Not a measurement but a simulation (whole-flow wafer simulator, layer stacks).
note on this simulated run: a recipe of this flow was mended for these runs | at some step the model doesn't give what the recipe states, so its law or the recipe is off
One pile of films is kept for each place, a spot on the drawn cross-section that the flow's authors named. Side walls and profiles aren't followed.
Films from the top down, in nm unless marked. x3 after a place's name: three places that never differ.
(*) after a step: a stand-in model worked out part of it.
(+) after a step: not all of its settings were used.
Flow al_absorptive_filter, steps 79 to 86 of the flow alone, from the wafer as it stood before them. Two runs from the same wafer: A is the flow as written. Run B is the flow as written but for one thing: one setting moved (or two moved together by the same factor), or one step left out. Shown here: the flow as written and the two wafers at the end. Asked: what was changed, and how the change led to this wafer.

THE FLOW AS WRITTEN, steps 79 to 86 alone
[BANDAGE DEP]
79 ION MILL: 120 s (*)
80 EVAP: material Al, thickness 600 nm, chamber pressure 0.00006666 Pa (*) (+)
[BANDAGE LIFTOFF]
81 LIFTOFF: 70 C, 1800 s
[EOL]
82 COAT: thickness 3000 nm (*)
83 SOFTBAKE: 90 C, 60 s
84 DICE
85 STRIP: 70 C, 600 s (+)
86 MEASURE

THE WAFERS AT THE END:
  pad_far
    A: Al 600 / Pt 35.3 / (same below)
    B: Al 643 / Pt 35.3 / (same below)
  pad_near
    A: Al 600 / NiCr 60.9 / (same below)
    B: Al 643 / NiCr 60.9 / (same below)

The cause: step 80, EVAP: thickness 643 nm was run, where the flow has thickness 600 nm.
It can be read off the wafer: pad_far has Al 643, and step 80 as written asks for 600 nm.

How the change led to this, step by step:
  80 EVAP: material Al, thickness 600 nm, chamber pressure 0.00006666 Pa (*) (+)
      gnd, pad_far, pad_near and 11 more: A Al +600 (new film) | B Al +643 (new film)
  81 LIFTOFF: 70 C, 1800 s
      xa_field, xl_land, idc_field: A Al -600 (all of it), i-line-resist -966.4 (all of it), lift-off-underlayer -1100 (all of it), acrylic-e-beam-resist -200 (all of it) | B Al -643 (all of it), i-line-resist -966.4 (all of it), lift-off-underlayer -1100 (all of it), acrylic-e-beam-resist -200 (all of it)
      gnd: A Al -600 (all of it), i-line-resist -968.3 (all of it), lift-off-underlayer -1103.3 (all of it), acrylic-e-beam-resist -200.9 (all of it) | B Al -643 (all of it), i-line-resist -968.3 (all of it), lift-off-underlayer -1103.3 (all of it), acrylic-e-beam-resist -200.9 (all of it)
      (and at 8 more places)
  83 SOFTBAKE: 90 C, 60 s
      pad_far: A i-line-resist -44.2 | B i-line-resist -47.5
      pad_near: A i-line-resist -41.1 | B i-line-resist -44.5
      (and at 1 more place)
